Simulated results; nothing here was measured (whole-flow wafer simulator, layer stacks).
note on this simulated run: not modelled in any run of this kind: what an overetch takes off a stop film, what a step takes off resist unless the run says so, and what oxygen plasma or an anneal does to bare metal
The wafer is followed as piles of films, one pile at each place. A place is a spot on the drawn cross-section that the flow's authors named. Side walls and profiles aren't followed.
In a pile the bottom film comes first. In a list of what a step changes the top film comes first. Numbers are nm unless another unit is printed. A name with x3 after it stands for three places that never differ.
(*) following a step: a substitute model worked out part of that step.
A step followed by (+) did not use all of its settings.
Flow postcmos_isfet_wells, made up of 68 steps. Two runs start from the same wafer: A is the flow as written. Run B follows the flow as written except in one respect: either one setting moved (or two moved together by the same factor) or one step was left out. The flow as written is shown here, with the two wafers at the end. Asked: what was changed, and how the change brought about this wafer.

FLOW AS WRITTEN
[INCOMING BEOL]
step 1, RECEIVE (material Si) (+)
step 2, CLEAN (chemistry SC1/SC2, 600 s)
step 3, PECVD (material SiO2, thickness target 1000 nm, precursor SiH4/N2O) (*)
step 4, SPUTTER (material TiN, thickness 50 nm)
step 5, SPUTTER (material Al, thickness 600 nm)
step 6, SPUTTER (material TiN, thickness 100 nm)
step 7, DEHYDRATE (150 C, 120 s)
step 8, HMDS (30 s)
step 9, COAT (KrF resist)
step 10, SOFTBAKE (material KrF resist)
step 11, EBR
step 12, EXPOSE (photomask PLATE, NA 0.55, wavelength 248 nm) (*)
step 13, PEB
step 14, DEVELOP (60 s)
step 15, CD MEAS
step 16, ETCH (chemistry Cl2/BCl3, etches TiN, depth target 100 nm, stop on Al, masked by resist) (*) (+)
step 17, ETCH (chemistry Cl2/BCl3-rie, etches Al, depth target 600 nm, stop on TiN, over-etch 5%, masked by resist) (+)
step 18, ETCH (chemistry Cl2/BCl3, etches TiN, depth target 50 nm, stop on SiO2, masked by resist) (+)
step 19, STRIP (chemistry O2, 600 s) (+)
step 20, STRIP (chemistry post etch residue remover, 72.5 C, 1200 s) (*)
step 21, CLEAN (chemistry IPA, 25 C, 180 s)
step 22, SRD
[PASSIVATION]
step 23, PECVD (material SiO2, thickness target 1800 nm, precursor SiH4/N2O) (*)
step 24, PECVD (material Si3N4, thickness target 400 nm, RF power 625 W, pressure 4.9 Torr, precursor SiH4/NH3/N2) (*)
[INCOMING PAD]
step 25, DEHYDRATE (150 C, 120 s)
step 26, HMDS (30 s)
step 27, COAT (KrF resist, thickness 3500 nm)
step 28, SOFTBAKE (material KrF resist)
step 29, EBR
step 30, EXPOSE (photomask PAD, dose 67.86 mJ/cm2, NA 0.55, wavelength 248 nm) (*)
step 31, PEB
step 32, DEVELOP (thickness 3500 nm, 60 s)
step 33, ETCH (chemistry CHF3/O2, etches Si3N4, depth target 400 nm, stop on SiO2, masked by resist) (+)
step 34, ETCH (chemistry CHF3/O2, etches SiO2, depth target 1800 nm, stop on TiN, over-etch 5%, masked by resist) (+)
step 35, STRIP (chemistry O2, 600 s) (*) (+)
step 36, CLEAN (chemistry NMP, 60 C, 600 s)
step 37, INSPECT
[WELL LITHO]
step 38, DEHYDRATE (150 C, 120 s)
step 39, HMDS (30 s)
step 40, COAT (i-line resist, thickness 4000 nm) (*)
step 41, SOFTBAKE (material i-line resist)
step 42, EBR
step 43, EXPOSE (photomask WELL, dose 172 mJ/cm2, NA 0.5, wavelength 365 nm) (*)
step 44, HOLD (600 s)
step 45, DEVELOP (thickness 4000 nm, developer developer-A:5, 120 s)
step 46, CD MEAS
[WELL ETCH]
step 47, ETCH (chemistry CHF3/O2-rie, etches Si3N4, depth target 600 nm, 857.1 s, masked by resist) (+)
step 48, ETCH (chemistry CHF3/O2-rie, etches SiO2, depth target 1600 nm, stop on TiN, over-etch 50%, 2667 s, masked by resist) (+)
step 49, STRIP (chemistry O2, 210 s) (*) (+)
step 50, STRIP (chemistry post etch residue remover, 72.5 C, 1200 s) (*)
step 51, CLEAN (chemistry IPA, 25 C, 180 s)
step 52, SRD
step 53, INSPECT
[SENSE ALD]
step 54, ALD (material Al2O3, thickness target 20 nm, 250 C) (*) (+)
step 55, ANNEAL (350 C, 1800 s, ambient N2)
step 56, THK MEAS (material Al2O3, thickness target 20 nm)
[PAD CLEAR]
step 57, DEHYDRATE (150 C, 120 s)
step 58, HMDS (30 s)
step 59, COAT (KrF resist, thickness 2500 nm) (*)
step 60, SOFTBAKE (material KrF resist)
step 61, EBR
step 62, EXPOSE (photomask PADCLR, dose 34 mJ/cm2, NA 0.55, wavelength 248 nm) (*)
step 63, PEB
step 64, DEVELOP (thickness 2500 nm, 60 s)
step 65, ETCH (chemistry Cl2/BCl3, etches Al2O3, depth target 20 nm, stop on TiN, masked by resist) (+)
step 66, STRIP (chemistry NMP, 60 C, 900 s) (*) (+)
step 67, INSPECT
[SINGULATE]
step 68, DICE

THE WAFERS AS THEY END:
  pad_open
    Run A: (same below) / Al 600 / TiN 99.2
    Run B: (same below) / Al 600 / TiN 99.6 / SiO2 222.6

What caused this: step 33, ETCH: depth target 188 nm was run, though the flow has depth target 400 nm.

The path from the change to this, step by step:
  step 33, ETCH (chemistry CHF3/O2, etches Si3N4, depth target 400 nm, stop on SiO2, masked by resist) (+)
      pad_open: A -400 Si3N4 (all of it) | B -188 Si3N4
      field, margin, well900, well1300 x3, pad_rim, pad_clr: A -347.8 KrF resist | B -163.5 KrF resist
  step 34, ETCH (chemistry CHF3/O2, etches SiO2, depth target 1800 nm, stop on TiN, over-etch 5%, masked by resist) (+)
      pad_open: A -1800 SiO2 (all of it) | B -212 Si3N4 (all of it), -1577.4 SiO2
  step 35, STRIP (chemistry O2, 600 s) (*) (+)
      field, margin, well900, well1300 x3, pad_rim, pad_clr: A -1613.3 KrF resist (all of it) | B -1797.7 KrF resist (all of it)
  step 40, COAT (i-line resist, thickness 4000 nm) (*)
      pad_clr: A +3256.8 i-line resist (new film) | B +3326.5 i-line resist (new film)
  step 41, SOFTBAKE (material i-line resist)
      pad_clr: A -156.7 i-line resist | B -134.6 i-line resist
      pad_open: A +115.3 i-line resist | B +105.4 i-line resist
  step 49, STRIP (chemistry O2, 210 s) (*) (+)
      pad_clr: A -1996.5 i-line resist (all of it) | B -2088.2 i-line resist (all of it)
      pad_open: A -3816.3 i-line resist (all of it) | B -3726.5 i-line resist (all of it)
  step 59, COAT (KrF resist, thickness 2500 nm) (*)
      pad_rim: A +1976.4 KrF resist (new film) | B +2027.1 KrF resist (new film)
      pad_clr: A +1691.6 KrF resist (new film) | B +1766.5 KrF resist (new film)
  step 63, PEB
      pad_clr: A -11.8 KrF resist | B -12.4 KrF resist
  step 64, DEVELOP (thickness 2500 nm, 60 s)
      pad_clr: A -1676 KrF resist (all of it) | B -1750.7 KrF resist (all of it)
  step 66, STRIP (chemistry NMP, 60 C, 900 s) (*) (+)
      pad_rim: A -1923.7 KrF resist (all of it) | B -1973.9 KrF resist (all of it)
